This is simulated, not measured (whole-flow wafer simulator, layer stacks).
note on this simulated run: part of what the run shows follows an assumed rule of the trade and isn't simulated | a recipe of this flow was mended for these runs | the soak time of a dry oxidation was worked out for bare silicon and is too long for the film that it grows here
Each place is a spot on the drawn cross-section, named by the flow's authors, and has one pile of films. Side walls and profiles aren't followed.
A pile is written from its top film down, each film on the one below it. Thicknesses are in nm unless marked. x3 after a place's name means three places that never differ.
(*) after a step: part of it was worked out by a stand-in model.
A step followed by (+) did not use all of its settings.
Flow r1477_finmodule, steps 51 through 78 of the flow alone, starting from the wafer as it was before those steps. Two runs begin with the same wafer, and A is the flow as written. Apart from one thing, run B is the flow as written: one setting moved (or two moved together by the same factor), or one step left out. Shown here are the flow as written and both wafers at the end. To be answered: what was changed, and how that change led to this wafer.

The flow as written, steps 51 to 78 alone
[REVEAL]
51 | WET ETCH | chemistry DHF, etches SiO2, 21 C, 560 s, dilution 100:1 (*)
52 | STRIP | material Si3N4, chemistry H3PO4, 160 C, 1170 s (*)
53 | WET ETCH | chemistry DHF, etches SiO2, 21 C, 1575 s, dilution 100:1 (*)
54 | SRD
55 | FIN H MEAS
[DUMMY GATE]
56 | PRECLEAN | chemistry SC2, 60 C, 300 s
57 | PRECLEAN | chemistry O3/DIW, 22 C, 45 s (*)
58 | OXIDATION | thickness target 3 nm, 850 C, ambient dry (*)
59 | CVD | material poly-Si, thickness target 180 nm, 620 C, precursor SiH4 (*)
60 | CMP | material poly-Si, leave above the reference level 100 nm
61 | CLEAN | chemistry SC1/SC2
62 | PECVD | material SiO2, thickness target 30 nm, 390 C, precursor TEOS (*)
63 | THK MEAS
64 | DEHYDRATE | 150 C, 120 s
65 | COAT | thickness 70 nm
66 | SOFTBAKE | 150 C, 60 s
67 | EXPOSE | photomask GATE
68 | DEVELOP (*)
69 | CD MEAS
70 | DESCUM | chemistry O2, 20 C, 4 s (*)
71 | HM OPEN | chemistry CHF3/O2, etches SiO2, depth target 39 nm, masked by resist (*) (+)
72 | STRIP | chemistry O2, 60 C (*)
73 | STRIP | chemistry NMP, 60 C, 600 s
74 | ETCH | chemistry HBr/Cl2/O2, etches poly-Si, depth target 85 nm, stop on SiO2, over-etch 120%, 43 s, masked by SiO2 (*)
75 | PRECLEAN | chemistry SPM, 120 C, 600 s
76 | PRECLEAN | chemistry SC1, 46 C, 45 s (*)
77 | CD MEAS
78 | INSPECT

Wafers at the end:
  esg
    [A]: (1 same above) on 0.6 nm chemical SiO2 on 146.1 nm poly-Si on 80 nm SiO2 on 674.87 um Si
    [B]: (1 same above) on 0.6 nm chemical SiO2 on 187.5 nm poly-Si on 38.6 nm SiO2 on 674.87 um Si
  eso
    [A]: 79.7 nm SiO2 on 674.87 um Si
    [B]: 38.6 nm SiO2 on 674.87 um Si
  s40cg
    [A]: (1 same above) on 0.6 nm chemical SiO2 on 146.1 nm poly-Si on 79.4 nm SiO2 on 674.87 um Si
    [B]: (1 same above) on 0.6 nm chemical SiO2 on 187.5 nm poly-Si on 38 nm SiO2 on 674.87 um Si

Cause: step 53, WET ETCH: 2402 s was run, whereas the flow has 1575 s.

How this came from the change, step by step:
  53 | WET ETCH | chemistry DHF, etches SiO2, 21 C, 1575 s, dilution 100:1 (*)
      esg, e40sg, e100sg and 17 more: A SiO2 loses 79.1 | B SiO2 loses 120.6
      pad, padg: A SiO2 loses 85.7 | B SiO2 loses 128.4
  59 | CVD | material poly-Si, thickness target 180 nm, 620 C, precursor SiH4 (*)
      esg, e40sg, e100sg and 15 more: A poly-Si gains 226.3 (new film) | B poly-Si gains 267.8 (new film)
      e200sg, e200so: A poly-Si gains 219.2 (new film) | B poly-Si gains 267.8 (new film)
  60 | CMP | material poly-Si, leave above the reference level 100 nm
      pad, padg: A poly-Si loses 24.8 | B nothing
      e200sg, e200so: A poly-Si loses 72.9 | B poly-Si loses 80
  74 | ETCH | chemistry HBr/Cl2/O2, etches poly-Si, depth target 85 nm, stop on SiO2, over-etch 120%, 43 s, masked by SiO2 (*)
      eso, e40so, e100so and 7 more: A chemical SiO2 loses 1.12 (all of it), poly-Si loses 143.9 (all of it), SiO2 loses 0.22 | B chemical SiO2 loses 1.12 (all of it), poly-Si loses 185.3 (all of it)
      pad: A chemical SiO2 loses 1.12 (all of it), poly-Si loses 152.8 (all of it), SiO2 loses 0.17 | B chemical SiO2 loses 1.12 (all of it), poly-Si loses 177.6 (all of it)
